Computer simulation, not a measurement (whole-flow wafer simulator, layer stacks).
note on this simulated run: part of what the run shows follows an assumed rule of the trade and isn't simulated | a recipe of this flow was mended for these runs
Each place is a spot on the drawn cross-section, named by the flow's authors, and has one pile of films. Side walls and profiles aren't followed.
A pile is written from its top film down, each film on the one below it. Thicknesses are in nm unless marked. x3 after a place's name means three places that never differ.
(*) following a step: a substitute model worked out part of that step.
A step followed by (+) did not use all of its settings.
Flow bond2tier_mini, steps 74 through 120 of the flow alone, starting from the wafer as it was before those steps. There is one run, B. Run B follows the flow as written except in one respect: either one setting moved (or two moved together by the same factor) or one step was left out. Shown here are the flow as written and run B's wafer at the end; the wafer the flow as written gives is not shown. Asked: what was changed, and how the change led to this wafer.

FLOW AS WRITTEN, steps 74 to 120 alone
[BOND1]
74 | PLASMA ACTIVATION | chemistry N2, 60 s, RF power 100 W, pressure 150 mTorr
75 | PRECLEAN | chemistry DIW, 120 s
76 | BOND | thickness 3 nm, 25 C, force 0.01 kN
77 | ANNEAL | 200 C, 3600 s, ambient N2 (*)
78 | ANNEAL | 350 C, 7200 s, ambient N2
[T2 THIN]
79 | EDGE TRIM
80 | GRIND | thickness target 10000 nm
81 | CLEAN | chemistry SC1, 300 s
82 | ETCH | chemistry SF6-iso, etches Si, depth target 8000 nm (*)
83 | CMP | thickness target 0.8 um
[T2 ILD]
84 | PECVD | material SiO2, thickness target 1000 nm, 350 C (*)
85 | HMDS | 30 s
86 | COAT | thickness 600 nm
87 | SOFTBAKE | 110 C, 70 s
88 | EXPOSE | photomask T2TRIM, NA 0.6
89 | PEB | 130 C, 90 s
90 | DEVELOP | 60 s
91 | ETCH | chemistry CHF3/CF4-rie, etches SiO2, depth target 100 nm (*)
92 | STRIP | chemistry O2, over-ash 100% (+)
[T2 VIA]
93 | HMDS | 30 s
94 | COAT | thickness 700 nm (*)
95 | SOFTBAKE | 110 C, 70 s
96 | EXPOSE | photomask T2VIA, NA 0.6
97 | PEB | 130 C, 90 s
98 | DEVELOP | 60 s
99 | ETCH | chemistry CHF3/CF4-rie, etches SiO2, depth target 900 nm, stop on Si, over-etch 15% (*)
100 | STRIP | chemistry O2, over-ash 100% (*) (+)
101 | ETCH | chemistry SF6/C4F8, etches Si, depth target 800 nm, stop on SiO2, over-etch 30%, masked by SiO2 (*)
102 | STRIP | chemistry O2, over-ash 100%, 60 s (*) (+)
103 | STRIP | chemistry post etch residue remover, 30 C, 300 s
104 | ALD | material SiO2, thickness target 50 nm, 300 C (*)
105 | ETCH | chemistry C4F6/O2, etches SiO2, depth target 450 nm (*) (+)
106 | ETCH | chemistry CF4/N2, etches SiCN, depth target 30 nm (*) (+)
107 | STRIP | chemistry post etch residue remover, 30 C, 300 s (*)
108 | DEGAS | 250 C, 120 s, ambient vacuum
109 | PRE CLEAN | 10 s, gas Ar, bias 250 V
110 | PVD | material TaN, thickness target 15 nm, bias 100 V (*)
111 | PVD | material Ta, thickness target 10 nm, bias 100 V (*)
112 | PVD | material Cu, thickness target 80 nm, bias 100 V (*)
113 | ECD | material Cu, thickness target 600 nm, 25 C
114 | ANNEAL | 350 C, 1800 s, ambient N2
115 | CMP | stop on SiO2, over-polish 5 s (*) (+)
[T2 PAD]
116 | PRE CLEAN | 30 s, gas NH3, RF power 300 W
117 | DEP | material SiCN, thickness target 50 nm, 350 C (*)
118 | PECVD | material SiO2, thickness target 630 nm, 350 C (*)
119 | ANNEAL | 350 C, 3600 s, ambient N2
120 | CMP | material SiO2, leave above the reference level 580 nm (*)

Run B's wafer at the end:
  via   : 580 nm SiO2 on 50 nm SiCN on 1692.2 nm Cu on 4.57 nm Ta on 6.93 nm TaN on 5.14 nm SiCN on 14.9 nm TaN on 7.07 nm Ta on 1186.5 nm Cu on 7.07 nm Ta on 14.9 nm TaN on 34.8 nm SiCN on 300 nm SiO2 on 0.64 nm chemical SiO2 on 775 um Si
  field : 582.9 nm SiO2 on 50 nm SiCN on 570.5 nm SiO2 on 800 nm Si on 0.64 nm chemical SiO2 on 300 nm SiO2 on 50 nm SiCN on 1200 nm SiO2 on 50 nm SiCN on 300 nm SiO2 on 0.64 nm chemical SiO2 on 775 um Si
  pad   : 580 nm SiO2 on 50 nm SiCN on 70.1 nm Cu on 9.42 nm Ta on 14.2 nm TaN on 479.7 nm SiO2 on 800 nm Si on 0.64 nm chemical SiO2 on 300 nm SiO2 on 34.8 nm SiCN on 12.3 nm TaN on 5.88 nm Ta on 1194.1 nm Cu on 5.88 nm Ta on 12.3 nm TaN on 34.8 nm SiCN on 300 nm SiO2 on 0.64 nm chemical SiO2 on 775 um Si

What caused this: step 106, ETCH: depth target 10.6 nm was run, while the flow as written has depth target 30 nm.

How this came from the change, step by step:
  106 | ETCH | chemistry CF4/N2, etches SiCN, depth target 30 nm (*) (+)
      via: -10.6 SiCN (in the flow as written it would be: -17.6 SiCN (all of it), -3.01 TaN)
      field, pad: -7.07 SiO2 (in the flow as written it would be: -20 SiO2)
  109 | PRE CLEAN | 10 s, gas Ar, bias 250 V
      via: -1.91 SiCN (in the flow as written it would be: -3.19 TaN)
  110 | PVD | material TaN, thickness target 15 nm, bias 100 V (*)
      via: +6.93 TaN (new film) (in the flow as written it would be: +6.94 TaN)
Taking metal films that touch as one body, via has 2 bodies (between them, from the top down: SiCN 5.14); the flow as written gives 1 body.
